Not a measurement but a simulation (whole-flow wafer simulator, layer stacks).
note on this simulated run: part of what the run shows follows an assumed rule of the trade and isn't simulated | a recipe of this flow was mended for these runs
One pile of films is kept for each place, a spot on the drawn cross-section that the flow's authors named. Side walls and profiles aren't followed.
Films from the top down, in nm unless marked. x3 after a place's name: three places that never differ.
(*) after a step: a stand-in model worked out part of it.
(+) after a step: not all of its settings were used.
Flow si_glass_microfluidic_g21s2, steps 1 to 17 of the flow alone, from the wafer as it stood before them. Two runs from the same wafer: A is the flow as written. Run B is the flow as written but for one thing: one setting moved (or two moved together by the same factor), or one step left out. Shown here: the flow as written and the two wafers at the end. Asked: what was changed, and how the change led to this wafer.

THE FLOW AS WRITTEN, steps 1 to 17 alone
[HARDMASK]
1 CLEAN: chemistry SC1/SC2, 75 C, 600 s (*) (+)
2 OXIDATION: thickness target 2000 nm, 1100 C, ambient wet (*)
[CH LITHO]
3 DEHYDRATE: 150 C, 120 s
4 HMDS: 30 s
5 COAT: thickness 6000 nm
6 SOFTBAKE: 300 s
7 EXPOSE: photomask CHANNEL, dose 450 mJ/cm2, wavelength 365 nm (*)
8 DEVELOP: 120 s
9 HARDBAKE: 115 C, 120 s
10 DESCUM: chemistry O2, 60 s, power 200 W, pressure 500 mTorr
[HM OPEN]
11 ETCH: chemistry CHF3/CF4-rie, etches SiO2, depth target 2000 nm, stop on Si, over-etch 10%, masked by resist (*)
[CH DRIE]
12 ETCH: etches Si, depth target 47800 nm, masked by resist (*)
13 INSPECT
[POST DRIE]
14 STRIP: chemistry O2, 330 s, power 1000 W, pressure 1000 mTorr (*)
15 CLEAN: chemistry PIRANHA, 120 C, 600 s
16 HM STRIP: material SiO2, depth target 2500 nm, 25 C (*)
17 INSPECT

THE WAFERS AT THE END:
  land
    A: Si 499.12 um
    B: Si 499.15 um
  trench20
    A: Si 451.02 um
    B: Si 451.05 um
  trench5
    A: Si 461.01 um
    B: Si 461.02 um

The cause: step 2, OXIDATION: 1088 C was run, where the flow has 1100 C.

How the change led to this, step by step:
  2 OXIDATION: thickness target 2000 nm, 1100 C, ambient wet (*)
      land, trench20, trench5, trench200: A SiO2 +2000 (new film), chemical SiO2 -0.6 (all of it), Si -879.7 | B SiO2 +1930.8 (new film), chemical SiO2 -0.6 (all of it), Si -849.3
  11 ETCH: chemistry CHF3/CF4-rie, etches SiO2, depth target 2000 nm, stop on Si, over-etch 10%, masked by resist (*)
      trench20, trench5, trench200: A SiO2 -2000 (all of it), Si -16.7 | B SiO2 -1930.8 (all of it), Si -22.4
      land: A thick-i-line-resist -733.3 | B thick-i-line-resist -708
  12 ETCH: etches Si, depth target 47800 nm, masked by resist (*)
      trench5: A Si -38.09 um | B Si -38.1 um
      trench200: A Si -54.08 um | B Si -54.07 um
  16 HM STRIP: material SiO2, depth target 2500 nm, 25 C (*)
      land: A SiO2 -2000 (all of it) | B SiO2 -1930.8 (all of it)
